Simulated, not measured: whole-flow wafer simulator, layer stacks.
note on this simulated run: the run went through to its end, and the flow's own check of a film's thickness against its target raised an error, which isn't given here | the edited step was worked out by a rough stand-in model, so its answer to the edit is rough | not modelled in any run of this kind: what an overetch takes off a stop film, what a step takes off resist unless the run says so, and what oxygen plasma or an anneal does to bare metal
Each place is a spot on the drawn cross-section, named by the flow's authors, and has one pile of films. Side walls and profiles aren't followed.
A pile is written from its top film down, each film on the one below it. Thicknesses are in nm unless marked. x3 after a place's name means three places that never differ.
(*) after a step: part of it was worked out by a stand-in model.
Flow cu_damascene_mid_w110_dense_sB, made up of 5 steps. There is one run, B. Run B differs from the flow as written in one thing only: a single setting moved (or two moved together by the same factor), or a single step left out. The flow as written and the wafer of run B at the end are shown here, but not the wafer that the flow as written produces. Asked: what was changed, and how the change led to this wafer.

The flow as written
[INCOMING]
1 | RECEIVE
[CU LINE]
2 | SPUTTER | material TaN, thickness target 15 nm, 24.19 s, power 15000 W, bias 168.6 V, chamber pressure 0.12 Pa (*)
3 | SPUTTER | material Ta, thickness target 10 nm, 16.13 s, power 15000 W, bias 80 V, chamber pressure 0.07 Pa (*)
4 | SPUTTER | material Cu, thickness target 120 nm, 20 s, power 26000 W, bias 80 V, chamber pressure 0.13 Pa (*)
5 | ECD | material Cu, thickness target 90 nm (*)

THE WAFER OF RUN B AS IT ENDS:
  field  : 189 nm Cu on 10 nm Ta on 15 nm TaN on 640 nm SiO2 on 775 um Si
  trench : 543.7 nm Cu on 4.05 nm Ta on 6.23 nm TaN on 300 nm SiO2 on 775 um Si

What caused this: step 4, SPUTTER: thickness target 99 nm was run, while the flow as written has thickness target 120 nm; step 4, SPUTTER: 16.5 s was run, where the flow has 20 s.

Step by step, how the change led to this:
  4 | SPUTTER | material Cu, thickness target 120 nm, 20 s, power 26000 W, bias 80 V, chamber pressure 0.13 Pa (*)
      field: Cu gains 99 (new film) (as written it would have been: Cu gains 120 (new film))
      trench: Cu gains 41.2 (new film) (as written it would have been: Cu gains 49.9 (new film))
  5 | ECD | material Cu, thickness target 90 nm (*)
      trench: Cu gains 502.5 (as written it would have been: Cu gains 514.8)
